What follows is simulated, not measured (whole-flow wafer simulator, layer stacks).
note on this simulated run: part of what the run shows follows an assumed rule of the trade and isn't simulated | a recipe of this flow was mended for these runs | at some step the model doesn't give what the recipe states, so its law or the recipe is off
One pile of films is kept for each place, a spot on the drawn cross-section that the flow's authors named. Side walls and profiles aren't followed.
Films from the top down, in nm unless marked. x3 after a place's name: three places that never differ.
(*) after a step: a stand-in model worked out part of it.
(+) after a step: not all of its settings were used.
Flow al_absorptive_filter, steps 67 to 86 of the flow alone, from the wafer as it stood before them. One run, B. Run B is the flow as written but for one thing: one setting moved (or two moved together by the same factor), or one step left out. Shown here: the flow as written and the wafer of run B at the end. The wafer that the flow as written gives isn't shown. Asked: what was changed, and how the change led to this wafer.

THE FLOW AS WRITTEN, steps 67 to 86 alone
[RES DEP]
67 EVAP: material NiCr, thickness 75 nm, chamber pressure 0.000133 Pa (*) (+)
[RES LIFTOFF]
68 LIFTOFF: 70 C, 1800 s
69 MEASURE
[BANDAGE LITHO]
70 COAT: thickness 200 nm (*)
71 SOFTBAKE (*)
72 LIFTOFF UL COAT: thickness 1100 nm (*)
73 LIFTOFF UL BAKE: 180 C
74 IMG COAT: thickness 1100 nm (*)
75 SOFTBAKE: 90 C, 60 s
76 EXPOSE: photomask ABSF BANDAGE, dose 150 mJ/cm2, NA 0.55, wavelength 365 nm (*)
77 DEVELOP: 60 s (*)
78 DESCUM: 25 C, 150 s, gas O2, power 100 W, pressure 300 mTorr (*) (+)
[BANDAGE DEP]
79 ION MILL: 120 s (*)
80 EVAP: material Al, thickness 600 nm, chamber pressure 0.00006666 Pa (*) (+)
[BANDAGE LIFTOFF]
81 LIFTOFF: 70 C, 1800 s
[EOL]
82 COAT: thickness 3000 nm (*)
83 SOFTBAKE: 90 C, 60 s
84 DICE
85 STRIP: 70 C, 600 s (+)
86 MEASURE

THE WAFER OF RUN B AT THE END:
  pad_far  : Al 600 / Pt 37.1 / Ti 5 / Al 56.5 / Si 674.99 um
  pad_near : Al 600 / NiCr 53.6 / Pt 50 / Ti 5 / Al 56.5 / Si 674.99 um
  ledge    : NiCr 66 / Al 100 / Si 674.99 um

The cause: step 67, EVAP: thickness 66 nm was run, where the flow has thickness 75 nm; step 79, ION MILL: 106 s was run, where the flow has 120 s.
It can be read off the wafer: ledge has NiCr 66, and step 67 as written asks for 75 nm.

How the change led to this, step by step:
  67 EVAP: material NiCr, thickness 75 nm, chamber pressure 0.000133 Pa (*) (+)
      gnd, pad_far, ledge and 9 more: NiCr +66 (new film) (as written it would be: NiCr +75 (new film))
      pad_near, res: NiCr +65.3 (new film) (as written it would be: NiCr +74.2 (new film))
  68 LIFTOFF: 70 C, 1800 s
      xa_field, xl_land, idc_field: NiCr -66 (all of it), i-line-resist -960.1 (all of it), lift-off-underlayer -1100 (all of it), acrylic-e-beam-resist -200 (all of it) (as written it would be: NiCr -75 (all of it), i-line-resist -960.1 (all of it), lift-off-underlayer -1100 (all of it), acrylic-e-beam-resist -200 (all of it))
      gnd: NiCr -66 (all of it), i-line-resist -959.5 (all of it), lift-off-underlayer -1100.9 (all of it), acrylic-e-beam-resist -200.6 (all of it) (as written it would be: NiCr -75 (all of it), i-line-resist -959.5 (all of it), lift-off-underlayer -1100.9 (all of it), acrylic-e-beam-resist -200.6 (all of it))
      (and at 7 more places)
  79 ION MILL: 120 s (*)
      gnd, ledge, xa_margin, xa_strip, xl_gap, xl_turn, idc_line, idc_space: i-line-resist -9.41 (as written it would be: i-line-resist -10.7)
      res, xa_field, xl_land, idc_field: i-line-resist -9.42 (as written it would be: i-line-resist -10.7)
      (and at 2 more places)
  83 SOFTBAKE: 90 C, 60 s
      ledge: i-line-resist -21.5 (as written it would be: i-line-resist -22.2)
      res: i-line-resist -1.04 (as written it would be: i-line-resist -1.75)
